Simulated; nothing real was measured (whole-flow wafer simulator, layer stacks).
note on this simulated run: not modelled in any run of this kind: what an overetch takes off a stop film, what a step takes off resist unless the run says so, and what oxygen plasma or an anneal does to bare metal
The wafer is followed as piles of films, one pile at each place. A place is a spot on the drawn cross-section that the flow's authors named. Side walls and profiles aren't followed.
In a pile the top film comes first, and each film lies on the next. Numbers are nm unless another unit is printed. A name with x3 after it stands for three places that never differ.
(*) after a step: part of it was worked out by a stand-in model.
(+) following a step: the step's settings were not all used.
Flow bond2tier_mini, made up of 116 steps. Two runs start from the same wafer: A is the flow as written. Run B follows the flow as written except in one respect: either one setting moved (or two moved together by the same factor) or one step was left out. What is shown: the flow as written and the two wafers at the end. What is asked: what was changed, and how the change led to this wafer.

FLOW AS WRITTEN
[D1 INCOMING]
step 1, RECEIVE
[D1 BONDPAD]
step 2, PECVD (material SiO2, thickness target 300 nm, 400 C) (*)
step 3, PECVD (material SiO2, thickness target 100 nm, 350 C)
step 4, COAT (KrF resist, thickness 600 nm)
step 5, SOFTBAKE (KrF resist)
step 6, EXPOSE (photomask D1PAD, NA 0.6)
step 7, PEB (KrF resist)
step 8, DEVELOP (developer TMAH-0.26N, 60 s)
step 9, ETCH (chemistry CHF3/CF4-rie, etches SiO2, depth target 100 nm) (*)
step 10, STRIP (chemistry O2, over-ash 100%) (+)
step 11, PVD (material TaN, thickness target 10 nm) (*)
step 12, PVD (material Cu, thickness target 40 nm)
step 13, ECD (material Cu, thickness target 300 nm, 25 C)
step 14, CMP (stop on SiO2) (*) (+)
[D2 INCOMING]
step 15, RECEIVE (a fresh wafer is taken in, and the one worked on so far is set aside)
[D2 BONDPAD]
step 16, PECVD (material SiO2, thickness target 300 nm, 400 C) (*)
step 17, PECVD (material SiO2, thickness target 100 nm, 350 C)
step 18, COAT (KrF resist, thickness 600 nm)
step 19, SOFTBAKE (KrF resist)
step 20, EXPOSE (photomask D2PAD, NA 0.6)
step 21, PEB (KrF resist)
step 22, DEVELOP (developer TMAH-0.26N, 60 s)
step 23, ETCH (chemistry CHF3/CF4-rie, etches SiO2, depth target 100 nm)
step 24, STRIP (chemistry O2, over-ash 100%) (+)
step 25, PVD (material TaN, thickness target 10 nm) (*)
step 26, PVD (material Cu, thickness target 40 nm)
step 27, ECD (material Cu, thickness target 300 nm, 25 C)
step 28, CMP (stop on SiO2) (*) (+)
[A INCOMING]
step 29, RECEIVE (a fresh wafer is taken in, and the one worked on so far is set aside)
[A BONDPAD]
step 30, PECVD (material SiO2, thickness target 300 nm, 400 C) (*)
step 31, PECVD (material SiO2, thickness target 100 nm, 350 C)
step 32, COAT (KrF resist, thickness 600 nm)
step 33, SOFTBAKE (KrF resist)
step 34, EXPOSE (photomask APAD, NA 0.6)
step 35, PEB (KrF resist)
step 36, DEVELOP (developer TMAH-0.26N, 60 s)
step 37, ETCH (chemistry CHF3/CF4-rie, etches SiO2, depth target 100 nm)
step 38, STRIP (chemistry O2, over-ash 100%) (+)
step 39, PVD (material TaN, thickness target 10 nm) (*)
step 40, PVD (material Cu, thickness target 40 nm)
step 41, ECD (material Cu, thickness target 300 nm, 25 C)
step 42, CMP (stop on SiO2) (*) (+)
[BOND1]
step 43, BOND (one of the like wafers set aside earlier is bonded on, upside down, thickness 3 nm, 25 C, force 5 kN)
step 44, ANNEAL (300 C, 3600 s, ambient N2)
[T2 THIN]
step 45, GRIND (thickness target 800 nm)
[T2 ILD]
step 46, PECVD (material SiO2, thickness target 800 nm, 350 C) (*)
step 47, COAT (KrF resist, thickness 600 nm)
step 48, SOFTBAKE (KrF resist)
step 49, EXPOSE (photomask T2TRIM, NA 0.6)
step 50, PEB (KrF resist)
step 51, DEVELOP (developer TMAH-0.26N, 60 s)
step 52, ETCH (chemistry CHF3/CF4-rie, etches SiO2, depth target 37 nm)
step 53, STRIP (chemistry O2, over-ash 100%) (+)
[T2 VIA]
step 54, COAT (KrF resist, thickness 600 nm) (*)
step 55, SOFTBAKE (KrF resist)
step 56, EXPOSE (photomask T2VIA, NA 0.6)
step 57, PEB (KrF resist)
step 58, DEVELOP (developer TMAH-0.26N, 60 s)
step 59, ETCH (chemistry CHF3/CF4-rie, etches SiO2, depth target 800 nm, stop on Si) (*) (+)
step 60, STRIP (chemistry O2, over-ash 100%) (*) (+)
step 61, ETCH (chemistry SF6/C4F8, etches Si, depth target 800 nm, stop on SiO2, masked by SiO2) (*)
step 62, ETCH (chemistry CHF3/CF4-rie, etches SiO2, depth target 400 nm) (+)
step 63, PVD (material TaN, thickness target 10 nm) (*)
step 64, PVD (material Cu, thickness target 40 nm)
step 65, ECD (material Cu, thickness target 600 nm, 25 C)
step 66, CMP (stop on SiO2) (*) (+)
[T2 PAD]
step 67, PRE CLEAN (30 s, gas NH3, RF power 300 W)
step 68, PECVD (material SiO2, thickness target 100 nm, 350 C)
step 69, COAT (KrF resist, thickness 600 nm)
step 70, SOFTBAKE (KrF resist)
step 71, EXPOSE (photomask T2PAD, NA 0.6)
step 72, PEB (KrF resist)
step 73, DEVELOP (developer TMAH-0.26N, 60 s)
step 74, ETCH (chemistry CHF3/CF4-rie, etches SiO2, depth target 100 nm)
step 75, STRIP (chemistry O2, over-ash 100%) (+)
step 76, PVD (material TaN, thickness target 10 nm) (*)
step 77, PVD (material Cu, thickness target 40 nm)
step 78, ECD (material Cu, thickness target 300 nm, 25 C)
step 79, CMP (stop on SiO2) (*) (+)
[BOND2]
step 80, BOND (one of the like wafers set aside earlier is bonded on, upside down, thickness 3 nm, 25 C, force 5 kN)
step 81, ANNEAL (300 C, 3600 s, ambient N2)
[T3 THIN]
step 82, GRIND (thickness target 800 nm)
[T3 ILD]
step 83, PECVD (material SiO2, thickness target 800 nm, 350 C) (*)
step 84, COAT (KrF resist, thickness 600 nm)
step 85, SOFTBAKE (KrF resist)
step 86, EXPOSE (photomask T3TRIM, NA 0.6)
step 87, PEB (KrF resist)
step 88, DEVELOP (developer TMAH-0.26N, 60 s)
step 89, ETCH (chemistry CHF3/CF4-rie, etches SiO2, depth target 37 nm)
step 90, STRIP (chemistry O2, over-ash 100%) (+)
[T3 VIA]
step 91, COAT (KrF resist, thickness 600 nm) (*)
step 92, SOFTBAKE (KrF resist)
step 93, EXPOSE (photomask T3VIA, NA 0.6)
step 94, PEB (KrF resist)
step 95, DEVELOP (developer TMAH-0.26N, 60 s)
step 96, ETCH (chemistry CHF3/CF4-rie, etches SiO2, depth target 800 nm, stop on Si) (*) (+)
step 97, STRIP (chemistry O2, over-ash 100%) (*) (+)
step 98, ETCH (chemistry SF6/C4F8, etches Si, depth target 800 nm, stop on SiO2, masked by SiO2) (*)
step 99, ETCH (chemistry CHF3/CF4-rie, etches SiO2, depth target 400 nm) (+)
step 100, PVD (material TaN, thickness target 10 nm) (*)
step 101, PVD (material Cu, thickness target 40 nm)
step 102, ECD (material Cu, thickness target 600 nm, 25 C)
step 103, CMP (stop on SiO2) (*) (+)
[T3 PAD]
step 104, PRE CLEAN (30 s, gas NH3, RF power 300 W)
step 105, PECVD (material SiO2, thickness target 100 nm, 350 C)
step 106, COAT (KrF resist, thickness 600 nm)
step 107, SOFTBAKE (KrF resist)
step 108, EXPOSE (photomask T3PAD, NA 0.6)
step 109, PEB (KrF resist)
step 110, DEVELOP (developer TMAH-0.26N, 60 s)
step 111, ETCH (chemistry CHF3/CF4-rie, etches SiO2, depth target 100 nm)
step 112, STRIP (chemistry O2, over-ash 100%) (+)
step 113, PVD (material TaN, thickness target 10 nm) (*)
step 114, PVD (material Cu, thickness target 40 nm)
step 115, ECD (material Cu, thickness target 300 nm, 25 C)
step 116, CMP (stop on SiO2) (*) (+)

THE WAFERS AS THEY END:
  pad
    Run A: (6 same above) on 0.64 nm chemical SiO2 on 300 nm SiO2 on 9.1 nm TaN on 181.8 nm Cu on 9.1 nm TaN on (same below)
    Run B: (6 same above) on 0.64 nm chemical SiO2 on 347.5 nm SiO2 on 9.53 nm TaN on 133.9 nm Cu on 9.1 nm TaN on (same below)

The reason: step 23, ETCH: depth target 52.5 nm was run, though the flow has depth target 100 nm.

How this came from the change, step by step:
  step 23, ETCH (chemistry CHF3/CF4-rie, etches SiO2, depth target 100 nm)
      pad, via: A -100 SiO2 | B -52.5 SiO2
      field: A -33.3 KrF resist | B -17.5 KrF resist
  step 24, STRIP (chemistry O2, over-ash 100%) (+)
      field: A -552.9 KrF resist (all of it) | B -568.8 KrF resist (all of it)
  step 26, PVD (material Cu, thickness target 40 nm)
      pad: A +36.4 Cu (new film) | B +38.1 Cu (new film)
  step 27, ECD (material Cu, thickness target 300 nm, 25 C)
      pad: A +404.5 Cu | B +354.9 Cu
      via: A +400.2 Cu | B +352.5 Cu
  step 80, BOND (one of the like wafers set aside earlier is bonded on, upside down, thickness 3 nm, 25 C, force 5 kN)
      pad: A +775 um Si (new film), +0.64 chemical SiO2 (new film), +300 SiO2 (new film), +9.1 TaN (new film), +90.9 Cu | B +775 um Si (new film), +0.64 chemical SiO2 (new film), +347.5 SiO2 (new film), +9.53 TaN (new film), +43 Cu
